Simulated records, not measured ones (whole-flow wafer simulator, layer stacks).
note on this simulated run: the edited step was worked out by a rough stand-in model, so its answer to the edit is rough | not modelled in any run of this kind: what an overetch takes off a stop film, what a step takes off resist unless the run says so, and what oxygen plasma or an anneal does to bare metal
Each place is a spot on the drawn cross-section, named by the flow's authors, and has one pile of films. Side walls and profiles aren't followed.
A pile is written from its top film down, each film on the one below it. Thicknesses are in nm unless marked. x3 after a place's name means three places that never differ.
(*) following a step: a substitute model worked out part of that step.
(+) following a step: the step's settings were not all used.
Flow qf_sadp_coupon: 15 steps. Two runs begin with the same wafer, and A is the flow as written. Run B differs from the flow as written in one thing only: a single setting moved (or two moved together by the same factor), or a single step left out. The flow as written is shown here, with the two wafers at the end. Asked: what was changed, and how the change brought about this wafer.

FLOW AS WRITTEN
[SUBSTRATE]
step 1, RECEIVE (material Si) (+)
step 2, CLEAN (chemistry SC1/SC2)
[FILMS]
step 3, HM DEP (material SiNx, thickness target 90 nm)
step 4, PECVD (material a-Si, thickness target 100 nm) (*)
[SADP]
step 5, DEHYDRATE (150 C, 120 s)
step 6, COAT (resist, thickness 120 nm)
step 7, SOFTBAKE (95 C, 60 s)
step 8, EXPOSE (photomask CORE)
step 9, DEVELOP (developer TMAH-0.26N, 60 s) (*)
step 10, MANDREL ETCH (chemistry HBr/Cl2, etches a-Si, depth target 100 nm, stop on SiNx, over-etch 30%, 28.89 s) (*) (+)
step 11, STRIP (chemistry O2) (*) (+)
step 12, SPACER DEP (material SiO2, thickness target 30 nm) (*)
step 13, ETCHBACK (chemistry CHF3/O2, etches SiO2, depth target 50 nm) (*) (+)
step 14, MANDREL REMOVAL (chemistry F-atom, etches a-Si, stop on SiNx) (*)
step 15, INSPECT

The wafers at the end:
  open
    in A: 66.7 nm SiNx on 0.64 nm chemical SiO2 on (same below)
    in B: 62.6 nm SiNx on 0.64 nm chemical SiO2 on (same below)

What caused this: step 4, PECVD: thickness target 71.4 nm was run, though the flow has thickness target 100 nm.

How this came from the change, step by step:
  step 4, PECVD (material a-Si, thickness target 100 nm) (*)
      m, open: A +100 a-Si (new film) | B +71.4 a-Si (new film)
  step 10, MANDREL ETCH (chemistry HBr/Cl2, etches a-Si, depth target 100 nm, stop on SiNx, over-etch 30%, 28.89 s) (*) (+)
      open: A -100 a-Si (all of it), -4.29 SiNx | B -71.4 a-Si (all of it), -8.37 SiNx
  step 14, MANDREL REMOVAL (chemistry F-atom, etches a-Si, stop on SiNx) (*)
      m: A -95.8 a-Si (all of it) | B -67.2 a-Si (all of it)
